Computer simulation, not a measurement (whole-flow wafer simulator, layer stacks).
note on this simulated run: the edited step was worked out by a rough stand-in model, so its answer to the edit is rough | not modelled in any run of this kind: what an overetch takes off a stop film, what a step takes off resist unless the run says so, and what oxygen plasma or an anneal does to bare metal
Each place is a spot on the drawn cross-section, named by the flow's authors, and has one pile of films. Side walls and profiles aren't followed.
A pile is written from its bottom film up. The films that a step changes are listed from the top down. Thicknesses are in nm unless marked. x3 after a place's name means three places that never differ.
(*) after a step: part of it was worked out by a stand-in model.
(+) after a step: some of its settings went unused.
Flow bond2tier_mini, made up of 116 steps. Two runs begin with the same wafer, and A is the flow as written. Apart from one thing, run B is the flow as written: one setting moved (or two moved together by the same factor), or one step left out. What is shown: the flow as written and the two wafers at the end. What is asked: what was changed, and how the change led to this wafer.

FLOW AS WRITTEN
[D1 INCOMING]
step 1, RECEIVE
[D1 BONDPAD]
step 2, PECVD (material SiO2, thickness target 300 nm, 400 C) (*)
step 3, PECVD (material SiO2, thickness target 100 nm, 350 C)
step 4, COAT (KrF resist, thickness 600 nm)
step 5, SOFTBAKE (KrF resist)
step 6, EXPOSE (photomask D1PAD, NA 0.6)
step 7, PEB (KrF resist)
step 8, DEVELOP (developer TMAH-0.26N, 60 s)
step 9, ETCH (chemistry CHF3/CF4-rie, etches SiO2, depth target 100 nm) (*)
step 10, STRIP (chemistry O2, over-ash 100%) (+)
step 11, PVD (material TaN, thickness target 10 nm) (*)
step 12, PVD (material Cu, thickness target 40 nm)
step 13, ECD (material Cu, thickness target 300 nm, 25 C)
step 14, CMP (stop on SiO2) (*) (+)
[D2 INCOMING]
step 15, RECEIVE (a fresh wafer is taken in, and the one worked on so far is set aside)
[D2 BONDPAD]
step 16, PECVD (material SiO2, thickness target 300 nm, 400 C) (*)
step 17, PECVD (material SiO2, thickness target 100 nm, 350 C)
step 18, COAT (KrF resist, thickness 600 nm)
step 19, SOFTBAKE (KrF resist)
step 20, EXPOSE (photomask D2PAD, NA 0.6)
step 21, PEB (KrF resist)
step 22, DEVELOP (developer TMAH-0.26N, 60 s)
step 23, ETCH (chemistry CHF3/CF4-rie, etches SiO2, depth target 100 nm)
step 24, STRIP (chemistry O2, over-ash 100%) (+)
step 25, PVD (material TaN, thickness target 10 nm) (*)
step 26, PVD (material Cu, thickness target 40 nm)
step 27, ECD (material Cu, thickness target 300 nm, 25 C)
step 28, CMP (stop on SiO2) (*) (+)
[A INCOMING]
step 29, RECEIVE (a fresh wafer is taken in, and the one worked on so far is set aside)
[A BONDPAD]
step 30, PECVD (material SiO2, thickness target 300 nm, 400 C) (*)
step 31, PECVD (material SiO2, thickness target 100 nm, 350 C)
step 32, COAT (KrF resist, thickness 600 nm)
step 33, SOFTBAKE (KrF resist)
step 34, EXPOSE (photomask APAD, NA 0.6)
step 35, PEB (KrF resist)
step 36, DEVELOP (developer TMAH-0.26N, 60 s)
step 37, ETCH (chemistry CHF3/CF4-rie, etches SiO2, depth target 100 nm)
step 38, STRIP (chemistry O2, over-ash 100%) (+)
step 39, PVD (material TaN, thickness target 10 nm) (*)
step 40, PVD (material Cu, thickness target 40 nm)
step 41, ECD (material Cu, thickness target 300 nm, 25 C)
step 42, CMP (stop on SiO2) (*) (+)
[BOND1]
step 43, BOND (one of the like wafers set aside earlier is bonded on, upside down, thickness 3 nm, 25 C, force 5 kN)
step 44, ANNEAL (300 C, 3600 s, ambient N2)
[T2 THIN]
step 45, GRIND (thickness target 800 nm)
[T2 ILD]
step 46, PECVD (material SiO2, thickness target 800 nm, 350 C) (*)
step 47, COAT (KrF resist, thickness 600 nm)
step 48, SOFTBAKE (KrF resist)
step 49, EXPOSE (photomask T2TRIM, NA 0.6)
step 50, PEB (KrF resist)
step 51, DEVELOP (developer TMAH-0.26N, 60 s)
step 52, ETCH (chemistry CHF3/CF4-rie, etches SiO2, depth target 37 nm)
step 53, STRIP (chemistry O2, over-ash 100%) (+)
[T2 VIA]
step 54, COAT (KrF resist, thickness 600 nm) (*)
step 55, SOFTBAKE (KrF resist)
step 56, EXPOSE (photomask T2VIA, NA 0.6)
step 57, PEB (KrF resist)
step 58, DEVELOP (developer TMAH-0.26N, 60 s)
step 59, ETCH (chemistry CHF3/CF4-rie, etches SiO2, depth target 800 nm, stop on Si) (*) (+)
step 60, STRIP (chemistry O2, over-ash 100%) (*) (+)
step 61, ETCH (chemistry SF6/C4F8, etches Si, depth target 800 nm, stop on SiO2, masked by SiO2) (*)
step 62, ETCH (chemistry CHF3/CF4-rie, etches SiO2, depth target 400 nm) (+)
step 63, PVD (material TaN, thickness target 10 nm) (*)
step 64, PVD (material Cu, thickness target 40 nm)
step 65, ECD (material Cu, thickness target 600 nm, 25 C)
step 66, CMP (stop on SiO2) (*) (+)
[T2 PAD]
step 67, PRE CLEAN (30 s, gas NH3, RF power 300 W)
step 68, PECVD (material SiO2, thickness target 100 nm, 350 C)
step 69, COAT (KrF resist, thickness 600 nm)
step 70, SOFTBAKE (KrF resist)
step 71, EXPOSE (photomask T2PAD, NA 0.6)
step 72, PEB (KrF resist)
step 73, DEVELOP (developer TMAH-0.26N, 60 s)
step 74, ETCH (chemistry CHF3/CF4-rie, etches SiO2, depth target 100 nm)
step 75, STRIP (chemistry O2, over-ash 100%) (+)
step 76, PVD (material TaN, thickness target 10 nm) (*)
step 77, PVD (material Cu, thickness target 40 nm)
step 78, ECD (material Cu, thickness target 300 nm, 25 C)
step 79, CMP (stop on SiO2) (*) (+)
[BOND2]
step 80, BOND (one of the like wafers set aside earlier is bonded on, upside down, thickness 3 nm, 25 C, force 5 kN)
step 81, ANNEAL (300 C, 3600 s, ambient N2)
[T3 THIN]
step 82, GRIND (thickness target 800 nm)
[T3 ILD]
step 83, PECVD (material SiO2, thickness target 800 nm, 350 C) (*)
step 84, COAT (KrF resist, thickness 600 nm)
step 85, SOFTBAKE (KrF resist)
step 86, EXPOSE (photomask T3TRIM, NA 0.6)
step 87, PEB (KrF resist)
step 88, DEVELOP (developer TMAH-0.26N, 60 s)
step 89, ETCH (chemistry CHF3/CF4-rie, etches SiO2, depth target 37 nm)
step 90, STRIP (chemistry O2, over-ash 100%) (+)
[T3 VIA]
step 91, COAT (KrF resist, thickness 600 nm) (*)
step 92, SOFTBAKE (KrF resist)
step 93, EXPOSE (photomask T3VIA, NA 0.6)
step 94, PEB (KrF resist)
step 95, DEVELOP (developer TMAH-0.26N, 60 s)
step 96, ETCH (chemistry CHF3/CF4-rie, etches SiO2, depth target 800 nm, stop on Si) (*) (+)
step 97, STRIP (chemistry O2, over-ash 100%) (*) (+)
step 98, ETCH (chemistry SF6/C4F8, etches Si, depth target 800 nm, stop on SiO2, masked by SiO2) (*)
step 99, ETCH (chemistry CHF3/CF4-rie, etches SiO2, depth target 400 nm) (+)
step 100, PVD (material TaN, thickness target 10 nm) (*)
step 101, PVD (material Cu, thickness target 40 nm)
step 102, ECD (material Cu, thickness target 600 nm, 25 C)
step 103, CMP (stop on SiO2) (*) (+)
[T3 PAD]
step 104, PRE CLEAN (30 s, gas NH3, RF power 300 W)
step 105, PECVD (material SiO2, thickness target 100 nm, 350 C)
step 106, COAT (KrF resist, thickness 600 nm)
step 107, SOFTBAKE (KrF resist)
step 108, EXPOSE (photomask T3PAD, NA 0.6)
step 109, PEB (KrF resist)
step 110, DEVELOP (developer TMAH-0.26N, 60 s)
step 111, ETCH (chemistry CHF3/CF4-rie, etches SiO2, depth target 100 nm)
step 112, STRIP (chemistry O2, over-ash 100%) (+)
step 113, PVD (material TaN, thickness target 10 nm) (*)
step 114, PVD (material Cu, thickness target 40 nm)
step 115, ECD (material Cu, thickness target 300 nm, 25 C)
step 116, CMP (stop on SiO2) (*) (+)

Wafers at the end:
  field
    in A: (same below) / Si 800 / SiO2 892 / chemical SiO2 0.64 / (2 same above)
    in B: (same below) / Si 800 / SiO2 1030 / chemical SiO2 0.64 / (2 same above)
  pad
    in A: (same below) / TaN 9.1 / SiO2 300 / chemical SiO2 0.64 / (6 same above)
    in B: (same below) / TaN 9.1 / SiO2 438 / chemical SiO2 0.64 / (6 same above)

Cause: step 16, PECVD: thickness target 438 nm was run, while the flow as written has thickness target 300 nm.
The wafer lets one read it off: pad has SiO2 438, and step 16 as written asks for 300 nm.

The path from the change to this, step by step:
  step 16, PECVD (material SiO2, thickness target 300 nm, 400 C) (*)
      field, pad, via: A SiO2 gains 300 (new film) | B SiO2 gains 438 (new film)
  step 80, BOND (one of the like wafers set aside earlier is bonded on, upside down, thickness 3 nm, 25 C, force 5 kN)
      field: A Si gains 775 um (new film), chemical SiO2 gains 0.64 (new film), SiO2 gains 400 | B Si gains 775 um (new film), chemical SiO2 gains 0.64 (new film), SiO2 gains 538
      pad: A Si gains 775 um (new film), chemical SiO2 gains 0.64 (new film), SiO2 gains 300 (new film), TaN gains 9.1 (new film), Cu gains 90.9 | B Si gains 775 um (new film), chemical SiO2 gains 0.64 (new film), SiO2 gains 438 (new film), TaN gains 9.1 (new film), Cu gains 90.9
